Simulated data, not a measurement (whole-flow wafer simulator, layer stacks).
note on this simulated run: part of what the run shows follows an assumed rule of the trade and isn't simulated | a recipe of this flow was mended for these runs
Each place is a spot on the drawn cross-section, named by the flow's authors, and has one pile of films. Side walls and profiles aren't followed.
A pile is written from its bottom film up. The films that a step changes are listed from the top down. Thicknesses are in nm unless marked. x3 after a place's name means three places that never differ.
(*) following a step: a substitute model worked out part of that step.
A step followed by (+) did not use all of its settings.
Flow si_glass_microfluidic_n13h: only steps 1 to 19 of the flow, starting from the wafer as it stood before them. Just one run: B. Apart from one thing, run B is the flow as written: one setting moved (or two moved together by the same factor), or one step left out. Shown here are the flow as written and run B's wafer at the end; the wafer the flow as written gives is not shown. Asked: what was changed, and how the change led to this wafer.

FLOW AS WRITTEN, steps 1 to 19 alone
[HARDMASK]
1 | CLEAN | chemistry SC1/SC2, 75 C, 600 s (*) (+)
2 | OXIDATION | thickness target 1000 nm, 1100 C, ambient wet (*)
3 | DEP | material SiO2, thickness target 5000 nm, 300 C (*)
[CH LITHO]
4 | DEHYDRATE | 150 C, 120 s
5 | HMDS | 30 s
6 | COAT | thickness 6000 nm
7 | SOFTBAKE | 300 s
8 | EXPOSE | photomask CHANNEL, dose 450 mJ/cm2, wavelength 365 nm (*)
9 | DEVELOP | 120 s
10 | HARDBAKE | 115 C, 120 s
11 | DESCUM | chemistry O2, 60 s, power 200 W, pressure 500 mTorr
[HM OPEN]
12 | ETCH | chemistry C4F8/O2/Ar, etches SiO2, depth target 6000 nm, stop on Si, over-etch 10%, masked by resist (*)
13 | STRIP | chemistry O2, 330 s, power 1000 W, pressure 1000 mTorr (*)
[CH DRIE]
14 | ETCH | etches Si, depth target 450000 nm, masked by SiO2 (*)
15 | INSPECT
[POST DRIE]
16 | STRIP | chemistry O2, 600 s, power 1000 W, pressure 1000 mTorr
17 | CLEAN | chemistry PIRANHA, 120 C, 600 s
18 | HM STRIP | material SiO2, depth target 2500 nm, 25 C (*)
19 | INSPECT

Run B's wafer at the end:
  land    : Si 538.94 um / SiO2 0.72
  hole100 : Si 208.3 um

Cause: step 2, OXIDATION: thickness target 2400 nm was run, whereas the flow has thickness target 1000 nm.

The path from the change to this, step by step:
  2 | OXIDATION | thickness target 1000 nm, 1100 C, ambient wet (*)
      land, hole100: +2400 SiO2 (new film), -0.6 chemical SiO2 (all of it), -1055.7 Si (in the flow as written it would be: +1000 SiO2 (new film), -0.6 chemical SiO2 (all of it), -439.7 Si)
  12 | ETCH | chemistry C4F8/O2/Ar, etches SiO2, depth target 6000 nm, stop on Si, over-etch 10%, masked by resist (*)
      hole100: -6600 SiO2 (in the flow as written it would be: -6000 SiO2 (all of it), -75 Si)
  13 | STRIP | chemistry O2, 330 s, power 1000 W, pressure 1000 mTorr (*)
      hole100: nothing (in the flow as written it would be: +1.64 chemical SiO2 (new film), -0.72 Si)
  14 | ETCH | etches Si, depth target 450000 nm, masked by SiO2 (*)
      hole100: -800 SiO2 (all of it), -330.64 um Si (in the flow as written it would be: -1.64 chemical SiO2 (all of it), -450.64 um Si)
  18 | HM STRIP | material SiO2, depth target 2500 nm, 25 C (*)
      land: -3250 SiO2 (in the flow as written it would be: -1854.4 SiO2 (all of it))
